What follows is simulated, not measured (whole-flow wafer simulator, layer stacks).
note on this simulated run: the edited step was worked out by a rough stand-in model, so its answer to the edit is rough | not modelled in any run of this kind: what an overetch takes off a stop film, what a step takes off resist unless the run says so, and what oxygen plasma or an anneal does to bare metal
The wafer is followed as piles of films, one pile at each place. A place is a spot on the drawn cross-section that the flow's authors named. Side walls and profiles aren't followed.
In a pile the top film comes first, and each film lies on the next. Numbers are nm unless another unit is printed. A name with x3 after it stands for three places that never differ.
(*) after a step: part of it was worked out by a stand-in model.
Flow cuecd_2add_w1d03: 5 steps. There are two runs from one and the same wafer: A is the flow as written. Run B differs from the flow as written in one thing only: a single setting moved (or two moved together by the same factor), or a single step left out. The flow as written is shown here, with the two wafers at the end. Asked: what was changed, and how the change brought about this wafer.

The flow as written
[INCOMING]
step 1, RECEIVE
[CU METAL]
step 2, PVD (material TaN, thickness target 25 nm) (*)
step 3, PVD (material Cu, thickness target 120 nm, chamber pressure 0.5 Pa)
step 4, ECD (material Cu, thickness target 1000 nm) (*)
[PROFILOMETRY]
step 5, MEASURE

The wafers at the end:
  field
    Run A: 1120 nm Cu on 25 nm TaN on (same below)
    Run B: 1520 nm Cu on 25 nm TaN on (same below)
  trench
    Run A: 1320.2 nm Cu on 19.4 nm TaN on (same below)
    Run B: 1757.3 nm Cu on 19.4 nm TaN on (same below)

Cause: step 4, ECD: thickness target 1400 nm was run, though the flow has thickness target 1000 nm.

The path from the change to this, step by step:
  step 4, ECD (material Cu, thickness target 1000 nm) (*)
      field: A +1000 Cu | B +1400 Cu
      trench: A +1226.8 Cu | B +1663.9 Cu
